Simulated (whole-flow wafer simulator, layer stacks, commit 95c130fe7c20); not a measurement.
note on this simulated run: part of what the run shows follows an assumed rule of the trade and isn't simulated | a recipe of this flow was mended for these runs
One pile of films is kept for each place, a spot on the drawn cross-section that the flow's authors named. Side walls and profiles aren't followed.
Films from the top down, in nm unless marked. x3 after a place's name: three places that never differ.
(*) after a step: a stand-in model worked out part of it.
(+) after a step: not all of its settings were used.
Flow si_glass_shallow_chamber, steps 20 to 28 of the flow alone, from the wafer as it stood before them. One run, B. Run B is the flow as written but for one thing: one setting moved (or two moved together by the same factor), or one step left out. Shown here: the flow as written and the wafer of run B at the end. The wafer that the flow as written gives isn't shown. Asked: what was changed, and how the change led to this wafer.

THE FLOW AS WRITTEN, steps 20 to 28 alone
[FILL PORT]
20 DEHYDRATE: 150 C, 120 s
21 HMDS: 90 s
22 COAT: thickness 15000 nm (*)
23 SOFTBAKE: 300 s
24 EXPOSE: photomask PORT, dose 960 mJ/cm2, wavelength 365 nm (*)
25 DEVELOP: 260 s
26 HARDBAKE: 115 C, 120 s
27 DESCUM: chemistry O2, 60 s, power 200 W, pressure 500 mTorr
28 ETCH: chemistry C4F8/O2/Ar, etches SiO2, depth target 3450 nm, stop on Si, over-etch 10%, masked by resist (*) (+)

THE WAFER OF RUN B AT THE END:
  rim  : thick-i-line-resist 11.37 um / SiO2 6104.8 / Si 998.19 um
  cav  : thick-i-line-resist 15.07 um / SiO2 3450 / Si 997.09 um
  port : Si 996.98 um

The cause: step 28, ETCH: depth target 3947 nm was run, where the flow has depth target 3450 nm.

How the change led to this, step by step:
  28 ETCH: chemistry C4F8/O2/Ar, etches SiO2, depth target 3450 nm, stop on Si, over-etch 10%, masked by resist (*) (+)
      rim, ramp, cav, septum, ring: thick-i-line-resist -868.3 (as written it would be: thick-i-line-resist -759)
      port: SiO2 -3450 (all of it), Si -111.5 (as written it would be: SiO2 -3450 (all of it), Si -43.1)
